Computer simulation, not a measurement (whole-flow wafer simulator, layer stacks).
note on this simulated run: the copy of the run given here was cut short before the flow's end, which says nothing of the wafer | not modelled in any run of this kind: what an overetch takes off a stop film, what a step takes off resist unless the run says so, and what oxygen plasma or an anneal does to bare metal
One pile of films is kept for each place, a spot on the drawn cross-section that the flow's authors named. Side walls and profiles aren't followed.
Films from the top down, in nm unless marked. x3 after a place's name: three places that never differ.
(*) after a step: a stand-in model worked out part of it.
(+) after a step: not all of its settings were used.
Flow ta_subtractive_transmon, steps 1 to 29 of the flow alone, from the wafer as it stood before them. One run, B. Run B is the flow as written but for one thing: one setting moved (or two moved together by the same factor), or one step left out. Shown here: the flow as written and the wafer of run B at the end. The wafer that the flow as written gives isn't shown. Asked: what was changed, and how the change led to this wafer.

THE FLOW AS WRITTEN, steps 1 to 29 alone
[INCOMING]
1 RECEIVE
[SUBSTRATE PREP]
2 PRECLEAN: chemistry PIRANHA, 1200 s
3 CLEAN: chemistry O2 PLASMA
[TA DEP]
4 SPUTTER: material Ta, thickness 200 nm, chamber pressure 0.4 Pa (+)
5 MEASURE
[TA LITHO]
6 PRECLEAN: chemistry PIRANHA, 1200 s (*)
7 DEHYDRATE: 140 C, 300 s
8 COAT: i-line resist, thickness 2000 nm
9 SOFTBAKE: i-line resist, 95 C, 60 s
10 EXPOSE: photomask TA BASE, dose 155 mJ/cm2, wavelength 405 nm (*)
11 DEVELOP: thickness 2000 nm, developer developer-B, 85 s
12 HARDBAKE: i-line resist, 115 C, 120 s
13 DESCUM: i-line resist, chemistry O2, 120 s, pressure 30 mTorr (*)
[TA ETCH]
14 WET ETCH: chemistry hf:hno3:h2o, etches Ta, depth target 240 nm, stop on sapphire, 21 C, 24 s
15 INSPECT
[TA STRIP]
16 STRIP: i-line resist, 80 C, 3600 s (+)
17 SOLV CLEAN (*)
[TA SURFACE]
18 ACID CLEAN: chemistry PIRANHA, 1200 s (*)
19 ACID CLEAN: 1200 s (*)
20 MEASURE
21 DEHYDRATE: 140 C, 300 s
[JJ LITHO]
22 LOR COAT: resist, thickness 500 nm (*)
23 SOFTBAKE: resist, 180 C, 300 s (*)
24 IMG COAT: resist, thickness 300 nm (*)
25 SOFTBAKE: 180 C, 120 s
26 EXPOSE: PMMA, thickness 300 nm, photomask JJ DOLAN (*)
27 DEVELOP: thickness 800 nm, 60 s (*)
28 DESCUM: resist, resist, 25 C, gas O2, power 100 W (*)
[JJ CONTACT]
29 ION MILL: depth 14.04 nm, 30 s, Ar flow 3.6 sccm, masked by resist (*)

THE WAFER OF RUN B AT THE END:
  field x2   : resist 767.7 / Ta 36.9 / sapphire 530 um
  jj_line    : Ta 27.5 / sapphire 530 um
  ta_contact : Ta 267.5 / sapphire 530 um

The cause: step 4, SPUTTER: thickness 277.2 nm was run, where the flow has thickness 200 nm.

How the change led to this, step by step:
  4 SPUTTER: material Ta, thickness 200 nm, chamber pressure 0.4 Pa (+)
      field x2, jj_line, lead, ta_contact, ta_pad: Ta +277.2 (new film) (as written it would be: Ta +200 (new film))
  14 WET ETCH: chemistry hf:hno3:h2o, etches Ta, depth target 240 nm, stop on sapphire, 21 C, 24 s
      field x2, jj_line, lead: Ta -240 (as written it would be: Ta -200 (all of it))
  22 LOR COAT: resist, thickness 500 nm (*)
      ta_contact: resist +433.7 (new film) (as written it would be: resist +443.8 (new film))
  29 ION MILL: depth 14.04 nm, 30 s, Ar flow 3.6 sccm, masked by resist (*)
      jj_line, lead: Ta -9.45 (as written it would be: sapphire -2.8)
Counting metal films that touch as one body, field x2 has 1 body; the flow as written gives 0 bodies.
Counting metal films that touch as one body, jj_line has 1 body; the flow as written gives 0 bodies.
